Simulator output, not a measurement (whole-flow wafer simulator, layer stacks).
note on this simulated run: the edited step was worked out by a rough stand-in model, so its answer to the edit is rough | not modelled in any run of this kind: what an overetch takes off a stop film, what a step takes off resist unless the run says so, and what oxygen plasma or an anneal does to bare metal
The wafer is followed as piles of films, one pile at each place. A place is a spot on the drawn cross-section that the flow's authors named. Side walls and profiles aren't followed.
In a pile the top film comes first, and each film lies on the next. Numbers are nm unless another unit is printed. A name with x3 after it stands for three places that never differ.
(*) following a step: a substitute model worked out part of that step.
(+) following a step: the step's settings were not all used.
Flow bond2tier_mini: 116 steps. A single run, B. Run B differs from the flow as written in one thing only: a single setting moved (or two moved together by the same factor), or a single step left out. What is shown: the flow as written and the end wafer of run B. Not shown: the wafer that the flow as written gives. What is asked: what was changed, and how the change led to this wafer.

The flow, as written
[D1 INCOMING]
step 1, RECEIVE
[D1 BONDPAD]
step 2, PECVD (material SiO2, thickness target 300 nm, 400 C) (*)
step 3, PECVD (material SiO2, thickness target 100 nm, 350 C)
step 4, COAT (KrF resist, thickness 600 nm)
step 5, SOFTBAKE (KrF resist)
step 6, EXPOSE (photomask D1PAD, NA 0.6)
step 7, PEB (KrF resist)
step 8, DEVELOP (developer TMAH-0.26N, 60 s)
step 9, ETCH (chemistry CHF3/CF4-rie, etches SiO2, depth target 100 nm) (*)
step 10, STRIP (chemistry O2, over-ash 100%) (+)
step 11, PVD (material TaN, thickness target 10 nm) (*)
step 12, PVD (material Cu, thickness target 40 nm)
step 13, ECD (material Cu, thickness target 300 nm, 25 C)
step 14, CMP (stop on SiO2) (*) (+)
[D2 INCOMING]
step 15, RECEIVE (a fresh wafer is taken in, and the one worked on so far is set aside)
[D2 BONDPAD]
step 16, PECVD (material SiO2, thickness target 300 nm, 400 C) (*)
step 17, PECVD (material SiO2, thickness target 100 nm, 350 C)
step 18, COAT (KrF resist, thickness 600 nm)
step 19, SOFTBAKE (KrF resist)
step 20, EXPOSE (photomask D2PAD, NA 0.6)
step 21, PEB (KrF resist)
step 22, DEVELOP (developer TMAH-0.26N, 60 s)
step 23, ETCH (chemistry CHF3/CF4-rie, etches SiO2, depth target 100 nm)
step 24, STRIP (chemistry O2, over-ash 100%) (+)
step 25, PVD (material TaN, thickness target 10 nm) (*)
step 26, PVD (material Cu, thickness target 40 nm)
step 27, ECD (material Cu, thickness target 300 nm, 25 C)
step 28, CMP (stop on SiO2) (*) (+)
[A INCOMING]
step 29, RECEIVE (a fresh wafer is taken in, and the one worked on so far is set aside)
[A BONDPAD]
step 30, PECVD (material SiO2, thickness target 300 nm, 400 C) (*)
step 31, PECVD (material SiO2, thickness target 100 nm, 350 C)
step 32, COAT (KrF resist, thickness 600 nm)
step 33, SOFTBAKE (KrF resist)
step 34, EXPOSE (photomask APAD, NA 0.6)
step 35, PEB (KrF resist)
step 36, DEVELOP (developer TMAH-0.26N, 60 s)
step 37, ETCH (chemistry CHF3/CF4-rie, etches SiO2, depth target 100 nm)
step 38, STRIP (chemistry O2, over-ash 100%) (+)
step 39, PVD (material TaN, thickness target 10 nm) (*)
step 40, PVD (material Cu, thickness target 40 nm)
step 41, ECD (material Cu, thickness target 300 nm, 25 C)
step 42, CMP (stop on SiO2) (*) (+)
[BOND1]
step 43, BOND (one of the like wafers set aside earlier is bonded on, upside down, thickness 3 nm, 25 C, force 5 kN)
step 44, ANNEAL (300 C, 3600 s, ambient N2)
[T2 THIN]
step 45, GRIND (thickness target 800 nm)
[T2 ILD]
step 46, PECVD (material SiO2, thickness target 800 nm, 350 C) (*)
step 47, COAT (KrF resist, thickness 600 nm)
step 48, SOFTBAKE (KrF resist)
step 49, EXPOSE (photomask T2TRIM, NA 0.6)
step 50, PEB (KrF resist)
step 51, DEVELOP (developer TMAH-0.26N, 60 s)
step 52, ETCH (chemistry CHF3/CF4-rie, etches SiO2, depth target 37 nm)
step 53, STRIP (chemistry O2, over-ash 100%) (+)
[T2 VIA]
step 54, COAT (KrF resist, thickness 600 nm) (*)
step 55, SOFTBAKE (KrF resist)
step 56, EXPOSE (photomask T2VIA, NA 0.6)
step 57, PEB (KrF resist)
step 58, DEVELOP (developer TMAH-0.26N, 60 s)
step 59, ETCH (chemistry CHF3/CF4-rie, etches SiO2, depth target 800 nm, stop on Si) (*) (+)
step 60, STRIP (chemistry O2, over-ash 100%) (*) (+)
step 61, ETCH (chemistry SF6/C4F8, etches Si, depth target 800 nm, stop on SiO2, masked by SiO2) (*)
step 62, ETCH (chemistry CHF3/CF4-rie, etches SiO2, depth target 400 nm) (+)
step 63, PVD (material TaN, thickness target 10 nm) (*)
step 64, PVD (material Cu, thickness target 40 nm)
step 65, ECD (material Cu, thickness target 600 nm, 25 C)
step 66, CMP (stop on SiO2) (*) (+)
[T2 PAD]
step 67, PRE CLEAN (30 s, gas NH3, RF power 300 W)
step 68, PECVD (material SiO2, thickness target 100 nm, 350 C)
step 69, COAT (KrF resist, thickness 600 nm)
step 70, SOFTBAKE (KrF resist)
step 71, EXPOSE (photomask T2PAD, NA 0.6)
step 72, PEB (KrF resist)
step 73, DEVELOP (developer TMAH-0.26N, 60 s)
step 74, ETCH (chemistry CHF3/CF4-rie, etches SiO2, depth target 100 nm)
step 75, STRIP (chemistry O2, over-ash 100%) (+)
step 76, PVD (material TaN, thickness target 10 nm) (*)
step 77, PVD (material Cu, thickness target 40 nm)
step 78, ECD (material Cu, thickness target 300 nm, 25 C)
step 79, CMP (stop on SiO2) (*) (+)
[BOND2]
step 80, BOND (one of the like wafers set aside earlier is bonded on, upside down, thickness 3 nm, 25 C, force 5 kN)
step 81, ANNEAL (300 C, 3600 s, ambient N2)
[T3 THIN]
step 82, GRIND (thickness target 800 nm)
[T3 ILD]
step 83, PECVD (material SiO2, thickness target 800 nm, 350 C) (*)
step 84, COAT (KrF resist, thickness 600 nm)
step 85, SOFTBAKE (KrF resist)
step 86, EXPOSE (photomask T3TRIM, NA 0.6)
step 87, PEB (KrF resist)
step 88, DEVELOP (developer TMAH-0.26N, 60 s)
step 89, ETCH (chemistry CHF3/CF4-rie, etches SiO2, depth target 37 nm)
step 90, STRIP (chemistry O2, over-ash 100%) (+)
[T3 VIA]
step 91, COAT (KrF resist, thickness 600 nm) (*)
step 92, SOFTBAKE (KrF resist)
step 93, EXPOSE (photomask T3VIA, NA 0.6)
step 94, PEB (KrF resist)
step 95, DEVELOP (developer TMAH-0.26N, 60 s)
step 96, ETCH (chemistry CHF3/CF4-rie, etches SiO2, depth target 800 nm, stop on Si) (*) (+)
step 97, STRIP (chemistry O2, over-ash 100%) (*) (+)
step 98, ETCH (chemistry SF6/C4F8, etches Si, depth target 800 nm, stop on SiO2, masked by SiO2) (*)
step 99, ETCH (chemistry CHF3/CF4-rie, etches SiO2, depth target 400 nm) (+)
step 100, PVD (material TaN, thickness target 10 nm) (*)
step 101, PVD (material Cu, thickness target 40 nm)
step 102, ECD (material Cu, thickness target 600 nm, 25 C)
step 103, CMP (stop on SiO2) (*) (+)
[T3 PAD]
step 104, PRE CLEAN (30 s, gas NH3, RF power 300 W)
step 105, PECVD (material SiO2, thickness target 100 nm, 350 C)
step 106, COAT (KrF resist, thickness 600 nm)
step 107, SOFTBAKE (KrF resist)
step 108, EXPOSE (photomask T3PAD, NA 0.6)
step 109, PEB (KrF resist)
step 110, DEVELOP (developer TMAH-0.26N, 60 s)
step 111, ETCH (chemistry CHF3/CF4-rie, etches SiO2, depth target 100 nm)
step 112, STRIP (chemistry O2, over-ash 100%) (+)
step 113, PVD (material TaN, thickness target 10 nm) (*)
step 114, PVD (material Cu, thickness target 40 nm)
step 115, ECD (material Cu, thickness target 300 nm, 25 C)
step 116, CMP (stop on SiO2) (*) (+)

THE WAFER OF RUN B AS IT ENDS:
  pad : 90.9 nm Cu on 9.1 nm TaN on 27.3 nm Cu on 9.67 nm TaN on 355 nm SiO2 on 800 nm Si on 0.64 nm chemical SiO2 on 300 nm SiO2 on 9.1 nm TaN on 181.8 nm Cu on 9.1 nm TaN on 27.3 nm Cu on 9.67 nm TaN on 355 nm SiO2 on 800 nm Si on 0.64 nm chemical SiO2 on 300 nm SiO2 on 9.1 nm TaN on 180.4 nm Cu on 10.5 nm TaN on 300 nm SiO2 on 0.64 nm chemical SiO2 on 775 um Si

The reason: step 39, PVD: thickness target 11.5 nm was run, though the flow has thickness target 10 nm.

The path from the change to this, step by step:
  step 39, PVD (material TaN, thickness target 10 nm) (*)
      field: TaN gains 11.5 (new film) (it would be, as written: TaN gains 10 (new film))
      pad: TaN gains 10.5 (new film) (it would be, as written: TaN gains 9.1 (new film))
      (also at 1 further place)
  step 42, CMP (stop on SiO2) (*) (+)
      field: Cu loses 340 (all of it), TaN loses 11.5 (all of it) (it would be, as written: Cu loses 340 (all of it), TaN loses 10 (all of it))
